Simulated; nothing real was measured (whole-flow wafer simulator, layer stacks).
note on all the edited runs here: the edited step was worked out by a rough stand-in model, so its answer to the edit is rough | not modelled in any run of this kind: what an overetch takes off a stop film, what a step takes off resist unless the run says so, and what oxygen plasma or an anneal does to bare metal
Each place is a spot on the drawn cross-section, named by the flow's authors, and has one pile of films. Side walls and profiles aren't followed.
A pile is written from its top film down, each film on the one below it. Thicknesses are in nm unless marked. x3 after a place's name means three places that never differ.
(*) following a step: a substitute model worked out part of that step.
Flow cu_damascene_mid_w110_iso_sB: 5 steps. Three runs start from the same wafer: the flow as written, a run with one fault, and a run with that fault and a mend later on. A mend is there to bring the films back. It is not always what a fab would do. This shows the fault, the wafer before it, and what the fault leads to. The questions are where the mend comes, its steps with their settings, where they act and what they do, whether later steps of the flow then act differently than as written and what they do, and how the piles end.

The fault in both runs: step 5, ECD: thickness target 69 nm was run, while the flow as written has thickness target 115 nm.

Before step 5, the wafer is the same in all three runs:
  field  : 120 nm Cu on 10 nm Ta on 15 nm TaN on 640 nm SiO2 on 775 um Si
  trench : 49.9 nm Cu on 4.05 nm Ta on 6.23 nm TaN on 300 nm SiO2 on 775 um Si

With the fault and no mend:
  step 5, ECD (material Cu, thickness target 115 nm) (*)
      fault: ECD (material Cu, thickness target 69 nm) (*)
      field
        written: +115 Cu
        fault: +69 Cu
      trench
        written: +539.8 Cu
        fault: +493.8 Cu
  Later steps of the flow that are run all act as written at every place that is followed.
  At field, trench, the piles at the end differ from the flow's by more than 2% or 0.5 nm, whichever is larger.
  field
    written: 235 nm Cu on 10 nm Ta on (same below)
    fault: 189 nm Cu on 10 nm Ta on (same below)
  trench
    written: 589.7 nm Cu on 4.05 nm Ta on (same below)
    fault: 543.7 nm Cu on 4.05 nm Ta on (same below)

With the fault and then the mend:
  The mend follows step 5.
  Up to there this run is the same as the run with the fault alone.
  step 5a, ECD (material Cu, thickness target 46 nm) (the flow's step 5 again, with other settings)
      field, trench
        +46 Cu
  Later steps of the flow that are run all act as written at every place that is followed.
  At every place that both follow, the piles at the end match the flow's.
